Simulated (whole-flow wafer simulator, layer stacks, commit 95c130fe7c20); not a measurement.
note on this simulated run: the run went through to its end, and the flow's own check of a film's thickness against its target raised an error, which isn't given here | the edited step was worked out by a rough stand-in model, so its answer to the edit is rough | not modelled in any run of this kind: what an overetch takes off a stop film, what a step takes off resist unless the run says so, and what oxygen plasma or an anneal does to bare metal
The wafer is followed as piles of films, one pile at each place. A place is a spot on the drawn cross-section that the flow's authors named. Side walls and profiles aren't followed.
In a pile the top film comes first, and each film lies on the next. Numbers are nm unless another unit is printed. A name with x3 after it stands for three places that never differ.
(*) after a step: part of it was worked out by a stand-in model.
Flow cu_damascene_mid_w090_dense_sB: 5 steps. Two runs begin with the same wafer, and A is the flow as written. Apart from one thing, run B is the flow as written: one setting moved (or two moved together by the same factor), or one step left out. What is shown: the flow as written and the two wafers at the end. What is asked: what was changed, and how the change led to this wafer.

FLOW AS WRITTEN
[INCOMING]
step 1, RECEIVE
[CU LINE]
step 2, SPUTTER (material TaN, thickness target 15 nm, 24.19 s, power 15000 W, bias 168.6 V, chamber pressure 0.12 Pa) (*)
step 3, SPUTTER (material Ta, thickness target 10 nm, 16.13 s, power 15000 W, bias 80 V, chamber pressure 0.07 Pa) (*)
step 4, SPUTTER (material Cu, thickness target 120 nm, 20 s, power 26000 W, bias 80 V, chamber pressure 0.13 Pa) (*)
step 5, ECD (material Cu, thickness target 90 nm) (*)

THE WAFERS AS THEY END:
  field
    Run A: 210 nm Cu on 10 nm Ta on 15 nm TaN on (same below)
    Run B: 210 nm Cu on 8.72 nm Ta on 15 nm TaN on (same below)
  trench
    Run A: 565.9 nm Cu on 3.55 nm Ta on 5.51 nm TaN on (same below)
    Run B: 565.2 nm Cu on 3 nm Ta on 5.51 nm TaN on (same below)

The reason: step 3, SPUTTER: power 13080 W was run, whereas the flow has power 15000 W.

The path from the change to this, step by step:
  step 3, SPUTTER (material Ta, thickness target 10 nm, 16.13 s, power 15000 W, bias 80 V, chamber pressure 0.07 Pa) (*)
      field: A +10 Ta (new film) | B +8.72 Ta (new film)
      trench: A +3.55 Ta (new film) | B +3 Ta (new film)
